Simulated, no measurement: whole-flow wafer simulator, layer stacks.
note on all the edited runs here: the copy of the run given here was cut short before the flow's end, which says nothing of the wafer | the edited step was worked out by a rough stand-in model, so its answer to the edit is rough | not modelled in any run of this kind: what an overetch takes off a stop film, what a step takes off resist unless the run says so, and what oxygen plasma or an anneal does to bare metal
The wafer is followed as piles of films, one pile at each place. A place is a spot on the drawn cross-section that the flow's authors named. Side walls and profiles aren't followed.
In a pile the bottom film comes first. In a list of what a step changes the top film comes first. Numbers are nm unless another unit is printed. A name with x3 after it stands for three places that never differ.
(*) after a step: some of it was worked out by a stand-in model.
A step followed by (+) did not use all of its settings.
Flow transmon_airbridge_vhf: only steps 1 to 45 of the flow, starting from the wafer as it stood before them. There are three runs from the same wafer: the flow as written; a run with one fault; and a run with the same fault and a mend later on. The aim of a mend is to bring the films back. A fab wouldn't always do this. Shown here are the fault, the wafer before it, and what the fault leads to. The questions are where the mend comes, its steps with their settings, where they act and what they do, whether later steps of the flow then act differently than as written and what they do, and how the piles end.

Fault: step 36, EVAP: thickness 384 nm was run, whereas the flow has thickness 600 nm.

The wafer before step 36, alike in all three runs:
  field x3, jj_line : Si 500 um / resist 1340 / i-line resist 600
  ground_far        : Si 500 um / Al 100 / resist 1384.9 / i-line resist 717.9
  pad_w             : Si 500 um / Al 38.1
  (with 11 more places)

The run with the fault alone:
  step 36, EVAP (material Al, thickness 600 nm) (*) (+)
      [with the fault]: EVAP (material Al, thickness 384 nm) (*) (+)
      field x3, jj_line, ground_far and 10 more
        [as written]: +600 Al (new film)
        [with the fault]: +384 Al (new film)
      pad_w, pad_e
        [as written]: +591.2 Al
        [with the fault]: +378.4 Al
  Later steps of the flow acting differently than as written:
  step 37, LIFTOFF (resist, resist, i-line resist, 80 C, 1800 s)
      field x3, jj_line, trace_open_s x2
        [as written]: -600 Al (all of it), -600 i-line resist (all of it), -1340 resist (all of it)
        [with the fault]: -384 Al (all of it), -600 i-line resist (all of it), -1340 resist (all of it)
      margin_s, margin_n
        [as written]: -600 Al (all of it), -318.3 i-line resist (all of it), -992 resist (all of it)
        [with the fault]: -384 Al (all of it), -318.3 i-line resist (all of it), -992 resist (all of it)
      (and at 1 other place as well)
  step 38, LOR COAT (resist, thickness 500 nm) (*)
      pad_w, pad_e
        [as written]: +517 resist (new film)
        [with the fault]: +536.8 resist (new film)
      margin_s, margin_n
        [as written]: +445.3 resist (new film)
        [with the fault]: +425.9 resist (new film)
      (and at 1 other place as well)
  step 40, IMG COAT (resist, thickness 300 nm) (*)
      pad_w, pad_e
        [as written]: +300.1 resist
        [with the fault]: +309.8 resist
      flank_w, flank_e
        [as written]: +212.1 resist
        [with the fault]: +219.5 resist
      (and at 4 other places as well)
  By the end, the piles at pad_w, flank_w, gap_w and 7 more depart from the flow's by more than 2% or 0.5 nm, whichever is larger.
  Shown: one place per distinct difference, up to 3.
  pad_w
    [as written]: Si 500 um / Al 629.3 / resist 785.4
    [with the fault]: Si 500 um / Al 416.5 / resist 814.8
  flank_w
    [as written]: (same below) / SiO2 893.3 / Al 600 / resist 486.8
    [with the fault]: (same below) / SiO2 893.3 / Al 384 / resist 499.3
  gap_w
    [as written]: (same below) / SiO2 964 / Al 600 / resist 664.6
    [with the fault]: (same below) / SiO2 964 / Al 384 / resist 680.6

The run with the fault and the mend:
  After step 36 comes the mend.
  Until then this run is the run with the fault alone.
  step 36a, EVAP (material Al, thickness 216 nm) (*) (+) (a further turn of the flow's step 36, with different settings)
      field x3, jj_line, ground_far and 10 more
        +216 Al
      pad_w, pad_e
        +212.8 Al
  None of the later steps of the flow differs from how it acts as written, at any place that is followed, by more than 2% or 0.5 nm, whichever is larger.
  When the end is reached, the piles differ only a little from the flow's at the places that both follow, at most by 2% or 0.5 nm, whichever is larger.
